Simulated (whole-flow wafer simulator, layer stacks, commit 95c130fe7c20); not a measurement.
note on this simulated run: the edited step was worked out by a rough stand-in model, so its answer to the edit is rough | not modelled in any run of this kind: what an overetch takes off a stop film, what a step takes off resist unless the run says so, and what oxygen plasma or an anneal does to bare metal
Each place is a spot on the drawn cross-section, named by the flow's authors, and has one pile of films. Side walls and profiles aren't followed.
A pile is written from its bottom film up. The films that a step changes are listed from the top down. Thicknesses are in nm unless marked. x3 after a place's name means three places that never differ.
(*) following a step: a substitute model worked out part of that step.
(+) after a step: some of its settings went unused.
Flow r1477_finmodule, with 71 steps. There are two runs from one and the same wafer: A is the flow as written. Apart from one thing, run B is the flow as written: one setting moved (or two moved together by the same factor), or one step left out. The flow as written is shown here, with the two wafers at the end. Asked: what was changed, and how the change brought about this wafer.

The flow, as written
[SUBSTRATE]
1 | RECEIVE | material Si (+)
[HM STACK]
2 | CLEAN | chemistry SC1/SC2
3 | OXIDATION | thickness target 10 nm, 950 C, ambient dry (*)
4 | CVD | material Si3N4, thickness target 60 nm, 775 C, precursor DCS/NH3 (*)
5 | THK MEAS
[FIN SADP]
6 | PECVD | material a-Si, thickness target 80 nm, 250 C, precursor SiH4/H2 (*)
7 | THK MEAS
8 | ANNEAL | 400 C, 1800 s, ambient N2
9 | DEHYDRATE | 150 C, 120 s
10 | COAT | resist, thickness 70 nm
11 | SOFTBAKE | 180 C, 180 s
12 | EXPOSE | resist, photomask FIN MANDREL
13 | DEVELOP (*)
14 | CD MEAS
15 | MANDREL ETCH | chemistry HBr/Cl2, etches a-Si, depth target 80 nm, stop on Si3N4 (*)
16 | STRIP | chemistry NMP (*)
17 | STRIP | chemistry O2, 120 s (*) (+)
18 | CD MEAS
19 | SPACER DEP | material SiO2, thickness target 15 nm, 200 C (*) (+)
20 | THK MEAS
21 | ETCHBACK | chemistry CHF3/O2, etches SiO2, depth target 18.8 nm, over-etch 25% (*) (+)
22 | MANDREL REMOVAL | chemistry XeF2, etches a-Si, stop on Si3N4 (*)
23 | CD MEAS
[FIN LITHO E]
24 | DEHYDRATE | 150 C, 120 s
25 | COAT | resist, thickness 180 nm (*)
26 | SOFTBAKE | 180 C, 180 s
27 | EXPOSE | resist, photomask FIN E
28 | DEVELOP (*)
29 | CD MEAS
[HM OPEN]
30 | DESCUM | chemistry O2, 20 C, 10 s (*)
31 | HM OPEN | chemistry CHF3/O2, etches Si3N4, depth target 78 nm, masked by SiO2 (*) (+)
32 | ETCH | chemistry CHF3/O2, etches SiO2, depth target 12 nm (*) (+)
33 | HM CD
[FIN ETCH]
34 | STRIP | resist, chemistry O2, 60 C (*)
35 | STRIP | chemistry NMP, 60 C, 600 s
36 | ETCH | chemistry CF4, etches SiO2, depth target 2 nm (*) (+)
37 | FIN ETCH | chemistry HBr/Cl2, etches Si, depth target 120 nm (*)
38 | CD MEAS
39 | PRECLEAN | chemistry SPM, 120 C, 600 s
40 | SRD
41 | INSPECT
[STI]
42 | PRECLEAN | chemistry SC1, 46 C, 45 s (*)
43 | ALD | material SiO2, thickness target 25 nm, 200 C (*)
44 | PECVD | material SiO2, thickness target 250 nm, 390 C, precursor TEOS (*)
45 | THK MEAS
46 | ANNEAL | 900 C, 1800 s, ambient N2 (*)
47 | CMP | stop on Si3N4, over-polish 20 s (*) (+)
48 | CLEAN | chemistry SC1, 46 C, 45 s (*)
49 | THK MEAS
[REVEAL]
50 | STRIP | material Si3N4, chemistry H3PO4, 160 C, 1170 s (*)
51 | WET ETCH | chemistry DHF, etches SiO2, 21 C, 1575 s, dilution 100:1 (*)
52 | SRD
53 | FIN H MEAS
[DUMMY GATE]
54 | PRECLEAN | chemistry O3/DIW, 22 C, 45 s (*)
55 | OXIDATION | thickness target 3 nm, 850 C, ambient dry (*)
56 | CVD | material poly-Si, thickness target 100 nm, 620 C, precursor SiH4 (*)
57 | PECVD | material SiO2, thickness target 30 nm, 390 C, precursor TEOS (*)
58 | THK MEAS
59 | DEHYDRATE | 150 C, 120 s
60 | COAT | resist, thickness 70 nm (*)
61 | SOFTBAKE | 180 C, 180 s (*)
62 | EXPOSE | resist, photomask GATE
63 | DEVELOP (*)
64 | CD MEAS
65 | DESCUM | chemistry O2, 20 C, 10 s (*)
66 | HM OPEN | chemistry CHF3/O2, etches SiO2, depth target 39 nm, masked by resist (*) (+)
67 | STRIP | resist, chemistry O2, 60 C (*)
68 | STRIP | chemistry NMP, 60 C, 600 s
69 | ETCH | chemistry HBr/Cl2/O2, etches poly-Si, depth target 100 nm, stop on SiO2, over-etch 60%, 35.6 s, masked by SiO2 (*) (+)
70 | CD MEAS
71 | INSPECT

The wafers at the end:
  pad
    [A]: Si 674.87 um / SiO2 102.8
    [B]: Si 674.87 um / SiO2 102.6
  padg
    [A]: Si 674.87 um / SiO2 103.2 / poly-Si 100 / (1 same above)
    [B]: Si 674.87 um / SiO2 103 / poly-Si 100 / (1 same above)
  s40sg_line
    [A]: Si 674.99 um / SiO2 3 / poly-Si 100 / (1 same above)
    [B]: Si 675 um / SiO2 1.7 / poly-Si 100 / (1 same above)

The reason: step 55, OXIDATION: thickness target 1.7 nm was run, while the flow as written has thickness target 3 nm.
One can read it off the wafer: s40sg_line has SiO2 1.7, and step 55 as written asks for 3 nm.

The path from the change to this, step by step:
  55 | OXIDATION | thickness target 3 nm, 850 C, ambient dry (*)
      s40sg_line, s45sg_line, s50sg_line, s40so_line, s45so_line, s50so_line: A +3 SiO2 (new film), -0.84 chemical SiO2 (all of it), -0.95 Si | B +1.7 SiO2 (new film), -0.84 chemical SiO2 (all of it), -0.38 Si
